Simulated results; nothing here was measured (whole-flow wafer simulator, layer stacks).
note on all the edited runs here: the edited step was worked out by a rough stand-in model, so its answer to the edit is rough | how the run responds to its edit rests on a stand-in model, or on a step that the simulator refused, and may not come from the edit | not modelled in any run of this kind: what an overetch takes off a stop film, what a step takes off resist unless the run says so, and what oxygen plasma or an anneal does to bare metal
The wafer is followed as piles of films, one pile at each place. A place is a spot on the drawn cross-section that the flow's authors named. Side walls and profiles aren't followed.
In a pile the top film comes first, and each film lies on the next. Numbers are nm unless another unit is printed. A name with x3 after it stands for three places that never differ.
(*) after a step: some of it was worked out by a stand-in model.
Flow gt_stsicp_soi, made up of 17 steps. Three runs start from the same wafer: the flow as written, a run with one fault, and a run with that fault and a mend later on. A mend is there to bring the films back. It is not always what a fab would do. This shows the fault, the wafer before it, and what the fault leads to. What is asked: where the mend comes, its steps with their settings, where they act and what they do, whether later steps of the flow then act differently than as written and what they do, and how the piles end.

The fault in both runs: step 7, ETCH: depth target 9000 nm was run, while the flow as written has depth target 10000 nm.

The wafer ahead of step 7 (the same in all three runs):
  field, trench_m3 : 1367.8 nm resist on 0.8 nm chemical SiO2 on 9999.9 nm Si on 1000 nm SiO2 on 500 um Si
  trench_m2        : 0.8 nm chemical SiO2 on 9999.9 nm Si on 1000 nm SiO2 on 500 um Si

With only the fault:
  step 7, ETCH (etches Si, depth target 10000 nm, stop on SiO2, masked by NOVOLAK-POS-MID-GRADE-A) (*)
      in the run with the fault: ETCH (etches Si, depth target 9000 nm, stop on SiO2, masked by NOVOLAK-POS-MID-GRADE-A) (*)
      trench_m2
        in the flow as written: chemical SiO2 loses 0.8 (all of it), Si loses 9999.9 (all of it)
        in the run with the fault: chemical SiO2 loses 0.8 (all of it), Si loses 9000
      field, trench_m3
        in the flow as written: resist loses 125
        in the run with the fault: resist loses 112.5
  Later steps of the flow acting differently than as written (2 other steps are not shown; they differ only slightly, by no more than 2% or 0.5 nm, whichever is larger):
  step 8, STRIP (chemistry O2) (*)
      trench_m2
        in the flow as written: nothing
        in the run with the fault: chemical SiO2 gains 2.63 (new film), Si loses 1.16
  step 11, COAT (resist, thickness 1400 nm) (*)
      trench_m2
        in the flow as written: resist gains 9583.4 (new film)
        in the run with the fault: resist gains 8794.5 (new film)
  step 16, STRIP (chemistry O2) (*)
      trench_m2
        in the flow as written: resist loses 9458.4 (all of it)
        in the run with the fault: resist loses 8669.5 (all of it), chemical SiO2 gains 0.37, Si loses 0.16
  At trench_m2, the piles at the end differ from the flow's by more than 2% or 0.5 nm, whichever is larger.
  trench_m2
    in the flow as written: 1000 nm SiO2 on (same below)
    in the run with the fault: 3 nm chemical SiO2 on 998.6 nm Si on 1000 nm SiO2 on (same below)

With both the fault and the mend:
  After step 7 comes the mend.
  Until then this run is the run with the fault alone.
  step 7a, ETCH (etches Si, depth target 1000 nm, stop on SiO2, masked by NOVOLAK-POS-MID-GRADE-A) (*) (the flow's step 7, run once more with other settings)
      field, trench_m3
        resist loses 12.5
      trench_m2
        Si loses 999.9 (all of it)
  Later steps of the flow that are run all act as written at every place that is followed.
  By the end, the piles equal the flow's at every place that both follow.
